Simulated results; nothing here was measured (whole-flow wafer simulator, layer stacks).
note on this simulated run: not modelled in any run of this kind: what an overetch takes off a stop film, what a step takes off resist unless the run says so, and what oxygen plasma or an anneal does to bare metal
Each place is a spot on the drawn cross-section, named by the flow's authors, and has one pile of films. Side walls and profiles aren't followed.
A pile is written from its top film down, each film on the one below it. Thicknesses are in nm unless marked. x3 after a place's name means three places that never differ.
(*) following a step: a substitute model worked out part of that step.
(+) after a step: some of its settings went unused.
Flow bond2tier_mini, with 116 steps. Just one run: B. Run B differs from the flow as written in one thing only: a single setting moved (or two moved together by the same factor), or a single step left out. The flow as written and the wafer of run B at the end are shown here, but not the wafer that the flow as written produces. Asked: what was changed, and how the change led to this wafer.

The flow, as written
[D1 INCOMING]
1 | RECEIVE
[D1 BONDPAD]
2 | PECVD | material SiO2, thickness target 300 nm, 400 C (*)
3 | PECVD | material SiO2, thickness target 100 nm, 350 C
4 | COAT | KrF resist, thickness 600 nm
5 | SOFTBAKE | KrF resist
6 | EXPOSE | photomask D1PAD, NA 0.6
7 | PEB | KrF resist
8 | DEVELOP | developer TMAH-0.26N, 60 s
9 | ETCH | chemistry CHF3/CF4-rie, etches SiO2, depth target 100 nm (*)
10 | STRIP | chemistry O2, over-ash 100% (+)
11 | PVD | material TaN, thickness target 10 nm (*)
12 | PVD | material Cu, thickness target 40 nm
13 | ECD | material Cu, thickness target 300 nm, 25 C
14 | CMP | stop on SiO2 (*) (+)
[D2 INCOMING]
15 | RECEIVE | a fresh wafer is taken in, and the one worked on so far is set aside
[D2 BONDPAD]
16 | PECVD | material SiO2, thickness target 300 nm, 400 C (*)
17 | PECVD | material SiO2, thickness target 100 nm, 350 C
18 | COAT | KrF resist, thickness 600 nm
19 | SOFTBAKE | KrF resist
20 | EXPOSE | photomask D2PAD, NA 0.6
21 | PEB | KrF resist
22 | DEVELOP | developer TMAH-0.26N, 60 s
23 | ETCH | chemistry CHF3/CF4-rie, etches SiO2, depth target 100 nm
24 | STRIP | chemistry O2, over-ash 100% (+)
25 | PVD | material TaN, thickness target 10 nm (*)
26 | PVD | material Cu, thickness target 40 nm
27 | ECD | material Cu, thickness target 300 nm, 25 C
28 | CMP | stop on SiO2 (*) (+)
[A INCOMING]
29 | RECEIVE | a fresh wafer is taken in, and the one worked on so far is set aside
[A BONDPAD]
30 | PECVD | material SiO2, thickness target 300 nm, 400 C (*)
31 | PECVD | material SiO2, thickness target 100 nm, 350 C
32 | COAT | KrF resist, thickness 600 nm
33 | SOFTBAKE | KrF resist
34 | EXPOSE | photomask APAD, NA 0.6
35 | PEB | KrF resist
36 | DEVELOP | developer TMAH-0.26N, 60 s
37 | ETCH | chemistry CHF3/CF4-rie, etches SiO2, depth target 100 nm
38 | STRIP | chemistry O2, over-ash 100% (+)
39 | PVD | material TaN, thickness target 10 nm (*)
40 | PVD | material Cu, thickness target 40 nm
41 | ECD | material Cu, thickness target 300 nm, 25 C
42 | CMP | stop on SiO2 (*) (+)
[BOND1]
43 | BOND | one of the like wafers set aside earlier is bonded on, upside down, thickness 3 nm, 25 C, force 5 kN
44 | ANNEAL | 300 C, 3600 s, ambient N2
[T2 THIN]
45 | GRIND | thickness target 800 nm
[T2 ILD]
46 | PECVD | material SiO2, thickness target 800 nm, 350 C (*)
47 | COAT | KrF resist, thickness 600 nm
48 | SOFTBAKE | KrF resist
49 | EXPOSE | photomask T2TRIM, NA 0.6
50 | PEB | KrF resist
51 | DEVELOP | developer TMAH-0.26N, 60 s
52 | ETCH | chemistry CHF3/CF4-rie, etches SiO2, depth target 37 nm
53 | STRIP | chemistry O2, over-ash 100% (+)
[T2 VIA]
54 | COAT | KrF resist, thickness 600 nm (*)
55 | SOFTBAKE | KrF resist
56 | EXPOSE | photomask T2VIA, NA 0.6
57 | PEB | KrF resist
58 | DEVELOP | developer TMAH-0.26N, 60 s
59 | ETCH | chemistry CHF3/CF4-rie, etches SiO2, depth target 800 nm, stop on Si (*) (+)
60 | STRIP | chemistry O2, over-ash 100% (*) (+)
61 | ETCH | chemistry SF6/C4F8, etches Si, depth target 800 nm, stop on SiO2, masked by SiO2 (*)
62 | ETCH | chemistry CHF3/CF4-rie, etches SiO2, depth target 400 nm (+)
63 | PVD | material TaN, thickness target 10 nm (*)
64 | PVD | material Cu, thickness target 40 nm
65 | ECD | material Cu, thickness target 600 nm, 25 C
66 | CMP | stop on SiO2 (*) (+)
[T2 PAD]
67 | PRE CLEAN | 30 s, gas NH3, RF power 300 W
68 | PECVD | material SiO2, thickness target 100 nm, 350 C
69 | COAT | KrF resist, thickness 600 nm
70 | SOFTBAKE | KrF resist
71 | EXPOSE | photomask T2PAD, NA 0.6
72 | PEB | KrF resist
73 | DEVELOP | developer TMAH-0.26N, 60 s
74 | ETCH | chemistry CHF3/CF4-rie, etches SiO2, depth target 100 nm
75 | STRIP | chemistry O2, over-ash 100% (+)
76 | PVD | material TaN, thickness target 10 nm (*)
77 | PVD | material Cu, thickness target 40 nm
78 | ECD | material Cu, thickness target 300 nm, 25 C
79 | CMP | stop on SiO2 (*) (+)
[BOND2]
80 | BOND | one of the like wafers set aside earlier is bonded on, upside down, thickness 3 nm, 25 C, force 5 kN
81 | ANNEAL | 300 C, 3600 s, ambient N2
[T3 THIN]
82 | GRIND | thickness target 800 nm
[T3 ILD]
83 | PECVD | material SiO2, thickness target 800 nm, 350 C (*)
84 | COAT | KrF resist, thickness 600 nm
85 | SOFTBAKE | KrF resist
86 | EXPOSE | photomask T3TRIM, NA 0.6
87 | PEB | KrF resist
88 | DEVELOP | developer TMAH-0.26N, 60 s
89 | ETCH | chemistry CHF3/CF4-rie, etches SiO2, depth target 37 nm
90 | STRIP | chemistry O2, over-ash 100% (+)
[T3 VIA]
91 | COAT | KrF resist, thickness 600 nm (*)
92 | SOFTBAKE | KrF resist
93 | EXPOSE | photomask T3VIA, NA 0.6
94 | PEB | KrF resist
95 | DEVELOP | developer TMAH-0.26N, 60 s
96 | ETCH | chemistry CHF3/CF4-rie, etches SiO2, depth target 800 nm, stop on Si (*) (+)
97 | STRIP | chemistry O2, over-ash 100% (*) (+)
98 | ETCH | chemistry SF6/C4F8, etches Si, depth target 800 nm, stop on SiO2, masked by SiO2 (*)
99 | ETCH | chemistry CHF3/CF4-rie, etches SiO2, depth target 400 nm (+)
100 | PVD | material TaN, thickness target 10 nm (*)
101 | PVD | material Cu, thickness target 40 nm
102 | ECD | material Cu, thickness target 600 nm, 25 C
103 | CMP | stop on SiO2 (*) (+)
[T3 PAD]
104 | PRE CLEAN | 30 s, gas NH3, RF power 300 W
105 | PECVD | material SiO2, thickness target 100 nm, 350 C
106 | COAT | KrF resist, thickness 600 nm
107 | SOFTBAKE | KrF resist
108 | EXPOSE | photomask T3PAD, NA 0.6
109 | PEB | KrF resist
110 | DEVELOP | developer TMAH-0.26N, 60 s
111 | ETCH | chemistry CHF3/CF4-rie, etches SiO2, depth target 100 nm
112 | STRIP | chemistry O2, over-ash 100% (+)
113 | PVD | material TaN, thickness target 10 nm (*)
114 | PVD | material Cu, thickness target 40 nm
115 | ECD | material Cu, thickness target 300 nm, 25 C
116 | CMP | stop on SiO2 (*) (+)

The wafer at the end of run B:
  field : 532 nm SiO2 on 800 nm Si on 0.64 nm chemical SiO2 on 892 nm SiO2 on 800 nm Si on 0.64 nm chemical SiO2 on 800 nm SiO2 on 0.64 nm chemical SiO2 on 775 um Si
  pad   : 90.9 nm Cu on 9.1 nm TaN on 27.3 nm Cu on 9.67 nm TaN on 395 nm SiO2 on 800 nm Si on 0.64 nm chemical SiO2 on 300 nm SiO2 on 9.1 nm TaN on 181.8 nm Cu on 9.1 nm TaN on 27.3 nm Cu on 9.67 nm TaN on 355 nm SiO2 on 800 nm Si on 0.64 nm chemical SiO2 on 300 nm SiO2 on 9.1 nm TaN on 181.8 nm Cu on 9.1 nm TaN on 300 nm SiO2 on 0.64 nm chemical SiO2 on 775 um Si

What caused this: step 99, ETCH: depth target 360 nm was run, though the flow has depth target 400 nm.

Step by step, how the change led to this:
  99 | ETCH | chemistry CHF3/CF4-rie, etches SiO2, depth target 400 nm (+)
      field, pad: -360 SiO2 (as written it would have been: -400 SiO2)
